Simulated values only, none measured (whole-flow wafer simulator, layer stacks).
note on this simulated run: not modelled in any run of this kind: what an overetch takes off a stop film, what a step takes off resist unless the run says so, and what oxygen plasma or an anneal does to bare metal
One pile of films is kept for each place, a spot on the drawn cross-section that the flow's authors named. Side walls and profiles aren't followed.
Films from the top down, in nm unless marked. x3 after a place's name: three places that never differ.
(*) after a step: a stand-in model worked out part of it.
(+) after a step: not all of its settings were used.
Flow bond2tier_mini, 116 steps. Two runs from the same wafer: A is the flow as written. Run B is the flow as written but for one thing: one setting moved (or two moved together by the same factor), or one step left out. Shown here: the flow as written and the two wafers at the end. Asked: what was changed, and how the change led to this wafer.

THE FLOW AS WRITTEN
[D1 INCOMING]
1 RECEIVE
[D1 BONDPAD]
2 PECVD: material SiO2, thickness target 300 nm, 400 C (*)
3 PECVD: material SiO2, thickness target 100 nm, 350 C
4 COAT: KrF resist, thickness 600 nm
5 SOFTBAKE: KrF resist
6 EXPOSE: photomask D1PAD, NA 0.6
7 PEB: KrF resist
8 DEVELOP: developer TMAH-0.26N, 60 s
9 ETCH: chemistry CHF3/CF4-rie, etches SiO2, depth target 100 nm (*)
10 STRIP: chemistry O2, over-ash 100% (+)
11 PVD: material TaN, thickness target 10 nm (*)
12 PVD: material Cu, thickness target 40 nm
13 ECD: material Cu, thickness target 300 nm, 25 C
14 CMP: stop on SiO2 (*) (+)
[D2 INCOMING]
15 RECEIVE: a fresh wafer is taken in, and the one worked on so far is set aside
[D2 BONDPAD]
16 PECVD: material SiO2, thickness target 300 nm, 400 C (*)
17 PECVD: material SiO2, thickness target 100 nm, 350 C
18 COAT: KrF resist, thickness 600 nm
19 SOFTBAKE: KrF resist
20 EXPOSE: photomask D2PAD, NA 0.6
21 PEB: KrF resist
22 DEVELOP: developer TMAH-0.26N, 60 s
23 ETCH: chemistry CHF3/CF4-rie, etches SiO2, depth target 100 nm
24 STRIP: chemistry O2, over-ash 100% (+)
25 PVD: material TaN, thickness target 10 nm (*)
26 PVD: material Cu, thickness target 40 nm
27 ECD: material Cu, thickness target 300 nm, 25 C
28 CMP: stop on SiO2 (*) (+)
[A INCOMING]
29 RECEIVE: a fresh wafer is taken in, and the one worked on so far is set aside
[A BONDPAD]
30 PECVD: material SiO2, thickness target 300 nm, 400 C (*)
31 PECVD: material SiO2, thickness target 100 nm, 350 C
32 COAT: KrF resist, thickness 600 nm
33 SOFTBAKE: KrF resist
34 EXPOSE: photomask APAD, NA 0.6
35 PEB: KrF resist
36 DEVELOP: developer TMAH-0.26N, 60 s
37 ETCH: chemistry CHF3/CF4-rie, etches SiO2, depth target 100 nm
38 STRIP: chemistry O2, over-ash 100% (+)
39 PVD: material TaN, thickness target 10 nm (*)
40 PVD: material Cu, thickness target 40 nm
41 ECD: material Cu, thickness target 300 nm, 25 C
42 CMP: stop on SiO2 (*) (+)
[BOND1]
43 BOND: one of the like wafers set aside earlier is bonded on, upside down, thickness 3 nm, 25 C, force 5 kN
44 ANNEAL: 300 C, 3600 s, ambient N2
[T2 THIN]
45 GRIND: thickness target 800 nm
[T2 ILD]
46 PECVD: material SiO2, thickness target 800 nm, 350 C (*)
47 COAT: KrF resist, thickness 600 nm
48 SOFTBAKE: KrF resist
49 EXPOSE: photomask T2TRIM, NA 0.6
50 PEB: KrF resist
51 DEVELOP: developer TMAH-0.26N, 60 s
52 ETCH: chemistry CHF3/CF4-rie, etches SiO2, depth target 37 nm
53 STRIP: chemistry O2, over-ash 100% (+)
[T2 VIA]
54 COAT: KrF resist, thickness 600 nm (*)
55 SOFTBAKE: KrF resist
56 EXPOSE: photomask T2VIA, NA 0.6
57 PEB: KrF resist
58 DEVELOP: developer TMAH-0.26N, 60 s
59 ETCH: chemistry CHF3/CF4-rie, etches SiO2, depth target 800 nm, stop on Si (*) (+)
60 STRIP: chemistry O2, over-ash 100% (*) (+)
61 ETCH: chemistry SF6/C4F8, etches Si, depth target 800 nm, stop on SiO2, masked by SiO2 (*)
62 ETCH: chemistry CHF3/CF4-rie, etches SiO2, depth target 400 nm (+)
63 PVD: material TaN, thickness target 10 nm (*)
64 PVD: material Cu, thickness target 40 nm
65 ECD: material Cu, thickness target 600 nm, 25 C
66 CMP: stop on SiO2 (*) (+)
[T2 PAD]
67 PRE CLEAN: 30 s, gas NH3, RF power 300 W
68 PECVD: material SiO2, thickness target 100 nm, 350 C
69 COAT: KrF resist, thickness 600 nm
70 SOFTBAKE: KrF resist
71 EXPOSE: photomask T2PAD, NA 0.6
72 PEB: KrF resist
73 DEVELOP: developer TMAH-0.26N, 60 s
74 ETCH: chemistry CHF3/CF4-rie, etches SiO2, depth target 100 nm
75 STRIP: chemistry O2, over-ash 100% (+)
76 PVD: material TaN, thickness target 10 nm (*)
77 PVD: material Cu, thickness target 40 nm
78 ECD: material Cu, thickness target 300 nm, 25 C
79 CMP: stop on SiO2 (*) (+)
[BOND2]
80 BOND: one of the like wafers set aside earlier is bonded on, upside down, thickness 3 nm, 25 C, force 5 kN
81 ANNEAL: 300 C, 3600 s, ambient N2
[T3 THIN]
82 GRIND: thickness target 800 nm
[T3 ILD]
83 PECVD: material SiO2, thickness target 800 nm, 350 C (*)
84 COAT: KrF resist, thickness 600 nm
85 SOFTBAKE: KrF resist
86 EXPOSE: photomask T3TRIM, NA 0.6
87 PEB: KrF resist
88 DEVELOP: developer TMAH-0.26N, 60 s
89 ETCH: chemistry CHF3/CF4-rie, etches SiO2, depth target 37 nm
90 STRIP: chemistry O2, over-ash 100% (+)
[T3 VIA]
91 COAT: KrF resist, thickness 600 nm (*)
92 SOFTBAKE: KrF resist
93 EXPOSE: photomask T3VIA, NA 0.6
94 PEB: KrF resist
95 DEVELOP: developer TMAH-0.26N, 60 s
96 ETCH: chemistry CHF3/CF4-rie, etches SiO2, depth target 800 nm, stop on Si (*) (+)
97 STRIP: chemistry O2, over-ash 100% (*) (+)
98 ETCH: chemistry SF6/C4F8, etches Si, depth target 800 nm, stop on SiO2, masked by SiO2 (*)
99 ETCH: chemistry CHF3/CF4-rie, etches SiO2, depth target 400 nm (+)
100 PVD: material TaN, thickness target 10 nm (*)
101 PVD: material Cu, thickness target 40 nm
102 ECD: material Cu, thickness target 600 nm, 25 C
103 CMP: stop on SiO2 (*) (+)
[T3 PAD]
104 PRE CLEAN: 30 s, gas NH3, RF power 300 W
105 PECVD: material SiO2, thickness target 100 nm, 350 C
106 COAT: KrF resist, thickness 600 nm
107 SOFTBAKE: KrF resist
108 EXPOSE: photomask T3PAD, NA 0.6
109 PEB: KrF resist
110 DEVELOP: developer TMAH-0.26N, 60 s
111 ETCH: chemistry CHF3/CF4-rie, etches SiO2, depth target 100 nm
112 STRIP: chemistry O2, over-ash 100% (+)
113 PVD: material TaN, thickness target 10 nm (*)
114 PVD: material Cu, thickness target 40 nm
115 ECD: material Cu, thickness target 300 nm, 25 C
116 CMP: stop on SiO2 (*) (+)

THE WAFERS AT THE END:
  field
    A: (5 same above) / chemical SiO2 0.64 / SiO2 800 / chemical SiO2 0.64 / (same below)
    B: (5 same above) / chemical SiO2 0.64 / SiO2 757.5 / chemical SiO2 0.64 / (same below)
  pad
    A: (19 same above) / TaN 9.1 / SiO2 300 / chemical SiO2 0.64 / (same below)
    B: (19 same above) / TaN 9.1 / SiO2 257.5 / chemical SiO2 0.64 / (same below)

The cause: step 31, PECVD: thickness target 57.5 nm was run, where the flow has thickness target 100 nm.

How the change led to this, step by step:
  31 PECVD: material SiO2, thickness target 100 nm, 350 C
      field, pad, via: A SiO2 +100 | B SiO2 +57.5
